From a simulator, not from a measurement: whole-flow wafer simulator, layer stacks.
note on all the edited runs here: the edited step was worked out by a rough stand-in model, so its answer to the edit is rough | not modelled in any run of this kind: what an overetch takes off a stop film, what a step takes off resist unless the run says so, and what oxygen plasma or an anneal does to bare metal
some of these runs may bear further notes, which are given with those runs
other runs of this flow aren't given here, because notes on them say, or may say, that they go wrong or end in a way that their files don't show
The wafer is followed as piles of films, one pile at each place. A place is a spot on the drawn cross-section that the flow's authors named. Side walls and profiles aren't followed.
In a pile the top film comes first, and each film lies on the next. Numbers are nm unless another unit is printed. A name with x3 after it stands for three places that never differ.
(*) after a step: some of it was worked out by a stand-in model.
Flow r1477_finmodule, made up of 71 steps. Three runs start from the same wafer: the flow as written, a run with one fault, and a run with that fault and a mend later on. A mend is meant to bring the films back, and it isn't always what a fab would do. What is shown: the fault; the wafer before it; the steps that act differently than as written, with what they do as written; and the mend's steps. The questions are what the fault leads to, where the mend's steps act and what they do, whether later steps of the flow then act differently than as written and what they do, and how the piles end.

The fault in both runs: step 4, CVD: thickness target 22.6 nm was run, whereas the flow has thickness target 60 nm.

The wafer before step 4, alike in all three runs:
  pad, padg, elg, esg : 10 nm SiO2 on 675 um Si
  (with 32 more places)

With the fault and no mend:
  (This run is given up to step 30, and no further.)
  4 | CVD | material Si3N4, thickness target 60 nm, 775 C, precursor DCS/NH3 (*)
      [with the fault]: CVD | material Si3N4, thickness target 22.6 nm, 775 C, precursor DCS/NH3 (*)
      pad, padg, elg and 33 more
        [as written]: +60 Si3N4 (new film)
        [with the fault]: +22.6 Si3N4 (new film)
  Later steps of the flow up to step 30 that are run all act as written at every place that is followed.
  The piles after step 30 differ from the flow's at pad, padg, elg and 33 more by more than 2% or 0.5 nm, whichever is larger.
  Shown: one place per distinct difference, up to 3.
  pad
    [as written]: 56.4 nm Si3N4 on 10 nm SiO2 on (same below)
    [with the fault]: 19 nm Si3N4 on 10 nm SiO2 on (same below)
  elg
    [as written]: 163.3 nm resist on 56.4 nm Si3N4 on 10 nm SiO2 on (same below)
    [with the fault]: 163.3 nm resist on 19 nm Si3N4 on 10 nm SiO2 on (same below)
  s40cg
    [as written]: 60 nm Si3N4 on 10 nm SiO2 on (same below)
    [with the fault]: 22.6 nm Si3N4 on 10 nm SiO2 on (same below)

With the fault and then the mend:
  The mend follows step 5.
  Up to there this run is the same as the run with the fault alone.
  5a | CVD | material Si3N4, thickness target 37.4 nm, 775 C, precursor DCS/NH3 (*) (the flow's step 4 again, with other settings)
      pad, padg, elg and 33 more
        +37.4 Si3N4
  Later steps of the flow that are run all act as written at every place that is followed.
  The piles end the same as the flow's at every place that both follow.
